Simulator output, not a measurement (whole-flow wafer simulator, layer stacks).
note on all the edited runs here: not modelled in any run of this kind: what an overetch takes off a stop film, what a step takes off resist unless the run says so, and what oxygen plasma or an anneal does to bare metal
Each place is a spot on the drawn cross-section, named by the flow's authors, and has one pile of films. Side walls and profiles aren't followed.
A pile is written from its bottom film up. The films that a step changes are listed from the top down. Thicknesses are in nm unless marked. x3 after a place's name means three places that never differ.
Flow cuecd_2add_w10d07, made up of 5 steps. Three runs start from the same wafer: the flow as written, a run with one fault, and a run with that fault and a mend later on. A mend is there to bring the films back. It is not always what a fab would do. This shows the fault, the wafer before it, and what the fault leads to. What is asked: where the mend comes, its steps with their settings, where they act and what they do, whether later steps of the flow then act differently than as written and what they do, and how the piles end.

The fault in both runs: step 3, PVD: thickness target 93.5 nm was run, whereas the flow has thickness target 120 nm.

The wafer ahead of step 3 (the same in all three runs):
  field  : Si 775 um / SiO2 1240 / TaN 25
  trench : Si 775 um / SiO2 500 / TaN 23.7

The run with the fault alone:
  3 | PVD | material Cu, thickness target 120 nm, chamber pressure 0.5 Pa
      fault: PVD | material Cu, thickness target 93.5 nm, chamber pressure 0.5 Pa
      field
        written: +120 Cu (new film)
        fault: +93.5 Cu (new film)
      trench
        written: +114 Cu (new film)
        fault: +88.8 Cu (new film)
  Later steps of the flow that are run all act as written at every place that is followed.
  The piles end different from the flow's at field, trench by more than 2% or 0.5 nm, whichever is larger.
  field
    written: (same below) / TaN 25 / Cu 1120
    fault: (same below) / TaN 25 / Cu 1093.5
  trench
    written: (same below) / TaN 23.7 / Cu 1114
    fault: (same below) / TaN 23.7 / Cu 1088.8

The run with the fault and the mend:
  After step 3 comes the mend.
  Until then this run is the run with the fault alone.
  3a | PVD | material Cu, thickness target 26.5 nm, chamber pressure 0.5 Pa (the flow's step 3, run once more with other settings)
      field
        +26.5 Cu
      trench
        +25.1 Cu
  Later steps of the flow that are run all act as written at every place that is followed.
  When the end is reached, the piles differ only a little from the flow's at the places that both follow, at most by 2% or 0.5 nm, whichever is larger.
